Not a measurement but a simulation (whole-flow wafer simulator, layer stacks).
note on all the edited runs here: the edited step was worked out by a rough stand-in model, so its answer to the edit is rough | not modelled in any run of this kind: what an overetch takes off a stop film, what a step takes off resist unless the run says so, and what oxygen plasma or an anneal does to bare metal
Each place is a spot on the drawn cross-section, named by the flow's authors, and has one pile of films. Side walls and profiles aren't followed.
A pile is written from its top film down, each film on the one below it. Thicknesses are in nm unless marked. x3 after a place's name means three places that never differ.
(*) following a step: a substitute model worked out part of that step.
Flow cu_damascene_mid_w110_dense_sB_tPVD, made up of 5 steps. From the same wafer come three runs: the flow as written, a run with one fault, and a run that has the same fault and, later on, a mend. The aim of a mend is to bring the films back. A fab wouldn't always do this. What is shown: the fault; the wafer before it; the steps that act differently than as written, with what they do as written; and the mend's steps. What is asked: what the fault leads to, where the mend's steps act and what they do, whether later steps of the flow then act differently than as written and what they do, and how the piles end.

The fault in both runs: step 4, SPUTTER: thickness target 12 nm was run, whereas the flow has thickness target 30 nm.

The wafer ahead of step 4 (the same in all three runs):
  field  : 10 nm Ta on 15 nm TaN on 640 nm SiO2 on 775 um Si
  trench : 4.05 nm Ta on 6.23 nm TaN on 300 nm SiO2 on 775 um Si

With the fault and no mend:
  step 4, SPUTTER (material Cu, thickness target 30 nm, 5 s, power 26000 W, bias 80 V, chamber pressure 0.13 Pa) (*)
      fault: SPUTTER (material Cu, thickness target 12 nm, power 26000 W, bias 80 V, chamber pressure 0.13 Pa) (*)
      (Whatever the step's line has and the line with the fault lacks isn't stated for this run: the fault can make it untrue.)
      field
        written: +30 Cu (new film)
        fault: +12 Cu (new film)
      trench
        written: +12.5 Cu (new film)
        fault: +4.99 Cu (new film)
  Steps later in the flow that act otherwise than as written:
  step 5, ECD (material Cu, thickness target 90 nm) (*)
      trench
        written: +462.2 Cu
        fault: +451.7 Cu
  At field, trench, the piles at the end differ from the flow's by more than 2% or 0.5 nm, whichever is larger.
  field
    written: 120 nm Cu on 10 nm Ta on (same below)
    fault: 102 nm Cu on 10 nm Ta on (same below)
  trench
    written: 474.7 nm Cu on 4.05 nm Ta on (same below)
    fault: 456.7 nm Cu on 4.05 nm Ta on (same below)

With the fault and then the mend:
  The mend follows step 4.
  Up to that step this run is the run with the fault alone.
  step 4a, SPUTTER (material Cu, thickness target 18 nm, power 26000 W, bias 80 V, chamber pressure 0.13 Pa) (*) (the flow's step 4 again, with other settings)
      field
        +18 Cu
      trench
        +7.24 Cu
  None of the later steps of the flow differs from how it acts as written, at any place that is followed, by more than 2% or 0.5 nm, whichever is larger.
  By the end, the piles equal the flow's at every place that both follow.
